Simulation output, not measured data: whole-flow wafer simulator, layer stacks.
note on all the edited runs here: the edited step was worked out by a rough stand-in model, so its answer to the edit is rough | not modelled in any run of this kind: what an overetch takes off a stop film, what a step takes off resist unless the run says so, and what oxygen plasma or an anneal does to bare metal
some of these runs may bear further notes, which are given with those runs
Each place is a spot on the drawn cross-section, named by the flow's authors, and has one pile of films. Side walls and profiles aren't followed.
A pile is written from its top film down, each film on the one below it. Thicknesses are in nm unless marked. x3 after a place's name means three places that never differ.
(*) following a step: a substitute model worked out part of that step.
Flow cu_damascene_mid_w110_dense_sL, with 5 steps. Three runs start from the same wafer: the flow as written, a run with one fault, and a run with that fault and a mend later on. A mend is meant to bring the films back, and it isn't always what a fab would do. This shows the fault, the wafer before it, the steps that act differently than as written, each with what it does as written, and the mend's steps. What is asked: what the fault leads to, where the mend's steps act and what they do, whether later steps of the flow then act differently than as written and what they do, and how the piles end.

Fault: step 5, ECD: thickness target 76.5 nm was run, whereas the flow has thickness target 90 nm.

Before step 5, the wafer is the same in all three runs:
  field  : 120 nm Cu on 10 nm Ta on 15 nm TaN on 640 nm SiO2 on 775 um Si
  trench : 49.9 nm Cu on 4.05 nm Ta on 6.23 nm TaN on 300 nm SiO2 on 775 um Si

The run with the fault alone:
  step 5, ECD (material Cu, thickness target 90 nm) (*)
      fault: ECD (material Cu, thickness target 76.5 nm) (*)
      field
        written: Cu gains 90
        fault: Cu gains 76.5
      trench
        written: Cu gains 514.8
        fault: Cu gains 501.3
  None of the later steps of the flow acts differently than as written at any place that is followed.
  The piles end different from the flow's at field, trench by more than 2% or 0.5 nm, whichever is larger.
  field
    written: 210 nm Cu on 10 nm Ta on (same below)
    fault: 196.5 nm Cu on 10 nm Ta on (same below)
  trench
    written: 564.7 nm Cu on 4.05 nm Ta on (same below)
    fault: 551.2 nm Cu on 4.05 nm Ta on (same below)

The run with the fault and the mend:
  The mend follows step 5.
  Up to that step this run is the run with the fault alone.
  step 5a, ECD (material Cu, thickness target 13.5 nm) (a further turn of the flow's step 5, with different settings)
      field, trench
        Cu gains 13.5
  None of the later steps of the flow acts differently than as written at any place that is followed.
  At every place that both follow, the piles at the end match the flow's.
